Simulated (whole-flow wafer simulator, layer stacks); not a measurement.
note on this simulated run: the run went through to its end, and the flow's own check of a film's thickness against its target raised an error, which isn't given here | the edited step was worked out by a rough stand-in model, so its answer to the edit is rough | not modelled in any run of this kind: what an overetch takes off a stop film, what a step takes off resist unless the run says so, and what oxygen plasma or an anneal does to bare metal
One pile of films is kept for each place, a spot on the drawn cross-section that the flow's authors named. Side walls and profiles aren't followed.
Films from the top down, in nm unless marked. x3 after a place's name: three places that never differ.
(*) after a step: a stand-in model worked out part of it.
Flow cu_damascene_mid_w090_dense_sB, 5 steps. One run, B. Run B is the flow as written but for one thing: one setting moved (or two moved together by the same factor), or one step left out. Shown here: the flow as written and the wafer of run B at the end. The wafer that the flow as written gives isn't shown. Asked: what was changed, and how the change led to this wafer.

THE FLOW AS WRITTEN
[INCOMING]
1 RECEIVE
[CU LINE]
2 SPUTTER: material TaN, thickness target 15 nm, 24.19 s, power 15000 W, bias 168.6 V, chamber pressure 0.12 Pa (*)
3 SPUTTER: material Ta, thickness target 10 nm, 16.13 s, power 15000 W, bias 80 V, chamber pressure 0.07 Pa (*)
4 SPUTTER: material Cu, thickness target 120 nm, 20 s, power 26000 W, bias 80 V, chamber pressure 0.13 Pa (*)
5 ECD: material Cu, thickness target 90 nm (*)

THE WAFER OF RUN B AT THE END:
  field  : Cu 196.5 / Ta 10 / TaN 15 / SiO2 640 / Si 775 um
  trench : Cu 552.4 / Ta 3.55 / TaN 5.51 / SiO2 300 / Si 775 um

The cause: step 5, ECD: thickness target 76.5 nm was run, where the flow has thickness target 90 nm.

How the change led to this, step by step:
  5 ECD: material Cu, thickness target 90 nm (*)
      field: Cu +76.5 (as written it would be: Cu +90)
      trench: Cu +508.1 (as written it would be: Cu +521.6)
